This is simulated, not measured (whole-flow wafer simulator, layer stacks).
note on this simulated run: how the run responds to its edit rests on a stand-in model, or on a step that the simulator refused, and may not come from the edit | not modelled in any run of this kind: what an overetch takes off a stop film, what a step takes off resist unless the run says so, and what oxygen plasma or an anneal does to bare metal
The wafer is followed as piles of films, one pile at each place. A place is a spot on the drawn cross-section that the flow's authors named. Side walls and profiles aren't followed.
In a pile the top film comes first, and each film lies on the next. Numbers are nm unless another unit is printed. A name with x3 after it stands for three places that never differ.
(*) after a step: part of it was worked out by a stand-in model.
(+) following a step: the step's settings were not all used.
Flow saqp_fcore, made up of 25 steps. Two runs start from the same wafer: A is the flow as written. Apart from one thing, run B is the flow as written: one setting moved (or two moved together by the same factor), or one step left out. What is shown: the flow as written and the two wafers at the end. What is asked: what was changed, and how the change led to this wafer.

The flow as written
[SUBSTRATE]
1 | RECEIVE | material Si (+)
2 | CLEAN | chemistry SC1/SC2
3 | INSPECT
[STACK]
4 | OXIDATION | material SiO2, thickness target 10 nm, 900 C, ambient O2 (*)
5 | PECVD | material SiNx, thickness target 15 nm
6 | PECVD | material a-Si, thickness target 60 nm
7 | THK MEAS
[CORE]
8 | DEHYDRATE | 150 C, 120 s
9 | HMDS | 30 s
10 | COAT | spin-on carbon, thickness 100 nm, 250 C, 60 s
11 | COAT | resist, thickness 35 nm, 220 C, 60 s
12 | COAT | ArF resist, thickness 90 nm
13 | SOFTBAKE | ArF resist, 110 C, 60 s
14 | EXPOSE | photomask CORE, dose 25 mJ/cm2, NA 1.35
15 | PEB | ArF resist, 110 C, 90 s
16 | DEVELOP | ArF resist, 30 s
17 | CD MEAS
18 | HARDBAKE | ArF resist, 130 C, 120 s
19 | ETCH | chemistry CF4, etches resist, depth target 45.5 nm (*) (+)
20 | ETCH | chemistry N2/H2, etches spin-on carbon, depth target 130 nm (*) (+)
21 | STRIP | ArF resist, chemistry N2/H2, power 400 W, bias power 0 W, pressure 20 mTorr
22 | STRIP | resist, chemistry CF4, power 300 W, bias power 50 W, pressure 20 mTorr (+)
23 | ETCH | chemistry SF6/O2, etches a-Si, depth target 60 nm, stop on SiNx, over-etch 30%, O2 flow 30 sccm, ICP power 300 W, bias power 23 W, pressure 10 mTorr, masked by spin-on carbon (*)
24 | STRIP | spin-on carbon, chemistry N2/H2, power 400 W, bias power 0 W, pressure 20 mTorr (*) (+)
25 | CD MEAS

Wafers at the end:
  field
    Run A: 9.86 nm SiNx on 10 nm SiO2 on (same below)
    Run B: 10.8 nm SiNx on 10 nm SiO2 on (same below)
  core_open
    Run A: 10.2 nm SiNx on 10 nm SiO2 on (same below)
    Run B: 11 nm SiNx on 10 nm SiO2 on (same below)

What caused this: step 11, COAT: thickness 24.5 nm was run, whereas the flow has thickness 35 nm.

The path from the change to this, step by step:
  11 | COAT | resist, thickness 35 nm, 220 C, 60 s
      field, core_open, core_line: A resist gains 35 (new film) | B resist gains 24.5 (new film)
  19 | ETCH | chemistry CF4, etches resist, depth target 45.5 nm (*) (+)
      field, core_open: A resist loses 35 (all of it), spin-on carbon loses 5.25 | B resist loses 24.5 (all of it), spin-on carbon loses 6.12
      core_line: A ArF resist loses 32.5 | B ArF resist loses 26.2
  20 | ETCH | chemistry N2/H2, etches spin-on carbon, depth target 130 nm (*) (+)
      core_line: A ArF resist loses 52.4 (all of it), resist loses 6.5 | B ArF resist loses 58.6 (all of it), resist loses 6.24
  22 | STRIP | resist, chemistry CF4, power 300 W, bias power 50 W, pressure 20 mTorr (+)
      field: A a-Si loses 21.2 | B a-Si loses 13.6
      core_open: A a-Si loses 18.6 | B a-Si loses 12
      (and at 1 other place as well)
  23 | ETCH | chemistry SF6/O2, etches a-Si, depth target 60 nm, stop on SiNx, over-etch 30%, O2 flow 30 sccm, ICP power 300 W, bias power 23 W, pressure 10 mTorr, masked by spin-on carbon (*)
      field: A a-Si loses 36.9 (all of it), SiNx loses 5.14 | B a-Si loses 44.4 (all of it), SiNx loses 4.2
      core_open: A a-Si loses 39.4 (all of it), SiNx loses 4.82 | B a-Si loses 46 (all of it), SiNx loses 4.01
      (and at 1 other place as well)
